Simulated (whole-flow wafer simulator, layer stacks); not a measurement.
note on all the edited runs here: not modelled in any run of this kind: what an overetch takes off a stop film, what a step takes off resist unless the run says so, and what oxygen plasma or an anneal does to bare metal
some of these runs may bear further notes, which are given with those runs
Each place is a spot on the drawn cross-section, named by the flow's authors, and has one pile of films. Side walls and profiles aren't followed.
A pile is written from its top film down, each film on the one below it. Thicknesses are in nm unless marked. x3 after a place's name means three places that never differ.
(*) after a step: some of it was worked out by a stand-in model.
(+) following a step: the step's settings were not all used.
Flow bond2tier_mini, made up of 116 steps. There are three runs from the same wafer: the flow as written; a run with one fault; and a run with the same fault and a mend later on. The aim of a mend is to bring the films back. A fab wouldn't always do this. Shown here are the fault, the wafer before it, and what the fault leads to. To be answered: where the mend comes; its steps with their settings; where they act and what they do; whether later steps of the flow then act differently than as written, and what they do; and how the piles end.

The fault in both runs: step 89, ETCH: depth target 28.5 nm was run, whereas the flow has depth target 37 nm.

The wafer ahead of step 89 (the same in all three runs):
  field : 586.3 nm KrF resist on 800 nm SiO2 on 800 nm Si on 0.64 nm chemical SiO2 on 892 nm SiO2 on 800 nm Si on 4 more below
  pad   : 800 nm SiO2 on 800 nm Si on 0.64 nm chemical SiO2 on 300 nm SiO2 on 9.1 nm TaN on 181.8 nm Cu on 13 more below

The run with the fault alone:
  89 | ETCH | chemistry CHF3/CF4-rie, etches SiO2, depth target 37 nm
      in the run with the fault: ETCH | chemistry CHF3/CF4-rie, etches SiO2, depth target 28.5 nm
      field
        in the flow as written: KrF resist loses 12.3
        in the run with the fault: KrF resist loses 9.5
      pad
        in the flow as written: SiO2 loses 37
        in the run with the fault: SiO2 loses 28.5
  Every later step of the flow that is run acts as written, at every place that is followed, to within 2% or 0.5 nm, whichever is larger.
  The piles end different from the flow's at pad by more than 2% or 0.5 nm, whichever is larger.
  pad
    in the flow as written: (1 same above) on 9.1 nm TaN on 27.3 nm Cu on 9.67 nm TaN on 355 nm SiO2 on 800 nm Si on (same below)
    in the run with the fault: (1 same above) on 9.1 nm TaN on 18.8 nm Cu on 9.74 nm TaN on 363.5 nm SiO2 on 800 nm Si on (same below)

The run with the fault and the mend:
  After step 90 comes the mend.
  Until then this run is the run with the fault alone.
  90a | COAT | KrF resist, thickness 600 nm (*) (the flow's step 84 again)
      field
        KrF resist gains 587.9 (new film)
      pad
        KrF resist gains 612.6 (new film)
  90b | SOFTBAKE | KrF resist (the flow's step 85 again)
      alters no film at any place that is followed
  90c | EXPOSE | photomask T3TRIM, NA 0.6 (the flow's step 86 again)
      alters no film at any place that is followed
  90d | PEB | KrF resist (the flow's step 87 again)
      alters no film at any place that is followed
  90e | DEVELOP | developer TMAH-0.26N, 60 s (the flow's step 88 again)
      field
        KrF resist loses 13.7
      pad
        KrF resist loses 612.6 (all of it)
  90f | ETCH | chemistry CHF3/CF4-rie, etches SiO2, depth target 8.5 nm (the flow's step 89 again, with other settings)
      field
        KrF resist loses 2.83
      pad
        SiO2 loses 8.5
  90g | STRIP | chemistry O2, over-ash 100% (+) (the flow's step 90 again)
      field
        KrF resist loses 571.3 (all of it)
  Every later step of the flow that is run acts as written at every place that is followed.
  At every place that both follow, the piles at the end match the flow's.
